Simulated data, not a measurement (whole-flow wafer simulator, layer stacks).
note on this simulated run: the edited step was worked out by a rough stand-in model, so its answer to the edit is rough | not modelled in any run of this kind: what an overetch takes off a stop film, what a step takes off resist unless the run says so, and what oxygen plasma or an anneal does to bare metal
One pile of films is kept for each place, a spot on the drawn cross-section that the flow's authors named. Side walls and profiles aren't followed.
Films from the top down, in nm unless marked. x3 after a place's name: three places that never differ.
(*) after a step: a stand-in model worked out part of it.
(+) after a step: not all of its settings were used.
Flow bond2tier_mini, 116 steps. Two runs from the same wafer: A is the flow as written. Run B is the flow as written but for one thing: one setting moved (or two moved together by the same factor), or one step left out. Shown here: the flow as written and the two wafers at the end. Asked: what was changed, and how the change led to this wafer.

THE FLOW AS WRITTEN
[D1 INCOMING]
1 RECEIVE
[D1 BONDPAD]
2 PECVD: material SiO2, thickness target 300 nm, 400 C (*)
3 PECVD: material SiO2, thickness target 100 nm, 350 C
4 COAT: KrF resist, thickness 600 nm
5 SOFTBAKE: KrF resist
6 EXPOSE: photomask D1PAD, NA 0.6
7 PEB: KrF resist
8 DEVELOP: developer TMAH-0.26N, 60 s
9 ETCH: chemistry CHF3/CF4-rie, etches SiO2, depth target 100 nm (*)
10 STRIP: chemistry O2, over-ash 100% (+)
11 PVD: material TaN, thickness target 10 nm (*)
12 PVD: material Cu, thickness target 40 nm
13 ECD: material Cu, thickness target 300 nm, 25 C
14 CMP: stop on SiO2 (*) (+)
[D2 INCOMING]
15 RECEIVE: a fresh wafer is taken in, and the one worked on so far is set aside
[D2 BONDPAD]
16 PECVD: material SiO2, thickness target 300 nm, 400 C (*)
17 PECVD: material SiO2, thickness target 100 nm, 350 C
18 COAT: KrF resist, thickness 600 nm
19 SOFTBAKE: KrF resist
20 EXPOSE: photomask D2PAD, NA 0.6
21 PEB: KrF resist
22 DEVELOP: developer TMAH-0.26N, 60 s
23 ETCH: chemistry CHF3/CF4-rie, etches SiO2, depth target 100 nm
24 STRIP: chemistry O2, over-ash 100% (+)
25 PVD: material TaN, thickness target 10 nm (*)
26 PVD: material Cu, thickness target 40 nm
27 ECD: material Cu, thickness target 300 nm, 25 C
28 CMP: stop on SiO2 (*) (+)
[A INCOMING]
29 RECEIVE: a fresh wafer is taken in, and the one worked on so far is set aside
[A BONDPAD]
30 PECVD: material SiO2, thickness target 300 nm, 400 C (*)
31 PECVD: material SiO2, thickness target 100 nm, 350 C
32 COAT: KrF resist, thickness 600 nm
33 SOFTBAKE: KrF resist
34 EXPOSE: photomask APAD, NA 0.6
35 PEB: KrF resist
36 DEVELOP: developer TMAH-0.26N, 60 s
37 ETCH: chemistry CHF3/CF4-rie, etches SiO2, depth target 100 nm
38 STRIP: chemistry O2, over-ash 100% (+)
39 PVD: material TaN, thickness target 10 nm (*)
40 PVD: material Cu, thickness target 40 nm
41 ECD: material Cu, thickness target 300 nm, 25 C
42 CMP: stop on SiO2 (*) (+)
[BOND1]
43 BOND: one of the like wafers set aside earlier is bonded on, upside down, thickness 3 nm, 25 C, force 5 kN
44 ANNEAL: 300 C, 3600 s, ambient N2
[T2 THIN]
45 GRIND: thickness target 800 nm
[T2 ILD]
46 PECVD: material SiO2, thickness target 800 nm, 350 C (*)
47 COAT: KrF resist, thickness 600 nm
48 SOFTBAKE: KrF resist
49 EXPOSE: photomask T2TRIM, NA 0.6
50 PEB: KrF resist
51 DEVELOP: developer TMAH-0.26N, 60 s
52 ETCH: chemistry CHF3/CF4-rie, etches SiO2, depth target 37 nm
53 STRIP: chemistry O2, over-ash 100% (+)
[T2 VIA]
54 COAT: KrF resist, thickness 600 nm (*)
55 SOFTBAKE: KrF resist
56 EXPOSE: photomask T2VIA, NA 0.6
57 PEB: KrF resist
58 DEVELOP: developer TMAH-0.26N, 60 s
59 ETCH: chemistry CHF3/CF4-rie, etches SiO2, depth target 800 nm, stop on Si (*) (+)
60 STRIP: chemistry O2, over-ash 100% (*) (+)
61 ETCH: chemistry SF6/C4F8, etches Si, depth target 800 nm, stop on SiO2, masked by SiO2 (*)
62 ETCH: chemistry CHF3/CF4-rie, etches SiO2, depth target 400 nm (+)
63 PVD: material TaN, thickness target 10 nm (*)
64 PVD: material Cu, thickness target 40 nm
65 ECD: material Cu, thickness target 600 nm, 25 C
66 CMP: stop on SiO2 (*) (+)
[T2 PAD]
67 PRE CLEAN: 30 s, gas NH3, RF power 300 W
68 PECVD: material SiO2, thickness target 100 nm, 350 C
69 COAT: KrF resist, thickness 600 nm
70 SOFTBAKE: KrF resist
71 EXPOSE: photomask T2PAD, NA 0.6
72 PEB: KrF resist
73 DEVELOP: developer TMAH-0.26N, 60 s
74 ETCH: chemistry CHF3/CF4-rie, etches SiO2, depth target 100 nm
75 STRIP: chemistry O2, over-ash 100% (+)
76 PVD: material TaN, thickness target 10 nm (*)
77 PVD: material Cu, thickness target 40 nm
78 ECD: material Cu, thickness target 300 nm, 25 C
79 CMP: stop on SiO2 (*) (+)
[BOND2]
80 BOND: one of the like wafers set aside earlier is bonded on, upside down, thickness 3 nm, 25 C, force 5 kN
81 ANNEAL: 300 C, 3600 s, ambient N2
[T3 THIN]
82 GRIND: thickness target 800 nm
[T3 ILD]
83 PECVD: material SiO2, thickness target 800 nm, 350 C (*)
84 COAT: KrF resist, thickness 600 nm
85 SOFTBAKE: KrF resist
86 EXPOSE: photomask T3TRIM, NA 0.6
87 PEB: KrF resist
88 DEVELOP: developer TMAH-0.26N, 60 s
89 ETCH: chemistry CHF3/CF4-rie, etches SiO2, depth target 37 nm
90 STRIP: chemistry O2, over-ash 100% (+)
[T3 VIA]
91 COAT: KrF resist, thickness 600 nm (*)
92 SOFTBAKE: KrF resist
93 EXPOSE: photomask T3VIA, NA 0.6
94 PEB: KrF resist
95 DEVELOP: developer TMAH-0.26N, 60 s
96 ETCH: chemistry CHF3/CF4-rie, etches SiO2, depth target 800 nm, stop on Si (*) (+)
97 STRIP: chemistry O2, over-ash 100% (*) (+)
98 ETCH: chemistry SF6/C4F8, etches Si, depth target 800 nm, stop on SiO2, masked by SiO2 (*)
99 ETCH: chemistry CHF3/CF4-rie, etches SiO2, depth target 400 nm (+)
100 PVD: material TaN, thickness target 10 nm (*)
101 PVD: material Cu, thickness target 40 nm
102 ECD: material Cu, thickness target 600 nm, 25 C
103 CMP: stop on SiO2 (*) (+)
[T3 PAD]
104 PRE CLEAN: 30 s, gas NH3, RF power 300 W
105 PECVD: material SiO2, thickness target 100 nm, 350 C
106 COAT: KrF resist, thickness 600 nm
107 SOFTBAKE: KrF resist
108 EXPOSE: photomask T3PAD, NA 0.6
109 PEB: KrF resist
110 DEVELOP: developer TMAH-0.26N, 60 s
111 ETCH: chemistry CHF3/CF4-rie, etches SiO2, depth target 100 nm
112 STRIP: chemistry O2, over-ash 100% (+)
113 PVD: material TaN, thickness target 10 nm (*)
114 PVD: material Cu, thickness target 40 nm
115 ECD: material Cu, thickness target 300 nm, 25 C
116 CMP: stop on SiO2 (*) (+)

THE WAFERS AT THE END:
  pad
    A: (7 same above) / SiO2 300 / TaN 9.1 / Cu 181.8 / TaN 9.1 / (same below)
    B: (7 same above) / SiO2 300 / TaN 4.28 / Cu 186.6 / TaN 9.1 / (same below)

The cause: step 25, PVD: thickness target 4.7 nm was run, where the flow has thickness target 10 nm.

How the change led to this, step by step:
  25 PVD: material TaN, thickness target 10 nm (*)
      field: A TaN +10 (new film) | B TaN +4.7 (new film)
      pad: A TaN +9.1 (new film) | B TaN +4.28 (new film)
      (and at 1 more place)
  28 CMP: stop on SiO2 (*) (+)
      field: A Cu -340 (all of it), TaN -10 (all of it) | B Cu -340 (all of it), TaN -4.7 (all of it)
  80 BOND: one of the like wafers set aside earlier is bonded on, upside down, thickness 3 nm, 25 C, force 5 kN
      pad: A Si +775 um (new film), chemical SiO2 +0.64 (new film), SiO2 +300 (new film), TaN +9.1 (new film), Cu +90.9 | B Si +775 um (new film), chemical SiO2 +0.64 (new film), SiO2 +300 (new film), TaN +4.28 (new film), Cu +95.7
